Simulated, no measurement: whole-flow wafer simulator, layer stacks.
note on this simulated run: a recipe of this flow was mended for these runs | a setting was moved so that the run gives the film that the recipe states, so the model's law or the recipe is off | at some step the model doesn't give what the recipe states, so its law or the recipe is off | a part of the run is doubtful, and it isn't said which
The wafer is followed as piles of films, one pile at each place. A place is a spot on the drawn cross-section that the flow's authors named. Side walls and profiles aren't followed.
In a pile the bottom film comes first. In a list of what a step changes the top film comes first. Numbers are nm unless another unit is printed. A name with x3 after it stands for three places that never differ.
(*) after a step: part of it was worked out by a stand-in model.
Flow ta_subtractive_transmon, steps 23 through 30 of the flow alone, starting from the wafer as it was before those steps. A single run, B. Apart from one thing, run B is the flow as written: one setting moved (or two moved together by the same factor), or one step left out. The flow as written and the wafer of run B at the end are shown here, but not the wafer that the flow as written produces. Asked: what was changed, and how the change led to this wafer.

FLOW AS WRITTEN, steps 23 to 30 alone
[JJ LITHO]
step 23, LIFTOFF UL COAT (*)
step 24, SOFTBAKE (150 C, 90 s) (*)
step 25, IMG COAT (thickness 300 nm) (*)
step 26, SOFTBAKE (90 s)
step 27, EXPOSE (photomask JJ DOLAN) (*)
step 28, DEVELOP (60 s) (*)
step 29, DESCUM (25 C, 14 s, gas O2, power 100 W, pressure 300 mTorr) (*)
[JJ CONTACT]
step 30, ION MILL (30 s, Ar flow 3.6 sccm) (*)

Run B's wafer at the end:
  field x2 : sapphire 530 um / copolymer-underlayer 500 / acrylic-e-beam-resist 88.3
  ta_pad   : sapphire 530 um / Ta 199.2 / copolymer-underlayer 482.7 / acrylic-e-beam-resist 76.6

The reason: step 25, IMG COAT: thickness 120 nm was run, whereas the flow has thickness 300 nm.

The path from the change to this, step by step:
  step 25, IMG COAT (thickness 300 nm) (*)
      field x2, jj_line: +120 acrylic-e-beam-resist (new film) (it would be, as written: +300 acrylic-e-beam-resist (new film))
      lead: +127 acrylic-e-beam-resist (new film) (it would be, as written: +312.5 acrylic-e-beam-resist (new film))
      (also at 2 further places)
  step 28, DEVELOP (60 s) (*)
      jj_line: -120 acrylic-e-beam-resist (all of it), -500 copolymer-underlayer (all of it) (it would be, as written: -300 acrylic-e-beam-resist (all of it), -500 copolymer-underlayer (all of it))
      lead: -127 acrylic-e-beam-resist (all of it), -554.7 copolymer-underlayer (all of it) (it would be, as written: -312.5 acrylic-e-beam-resist (all of it), -554.7 copolymer-underlayer (all of it))
      (also at 1 further place)
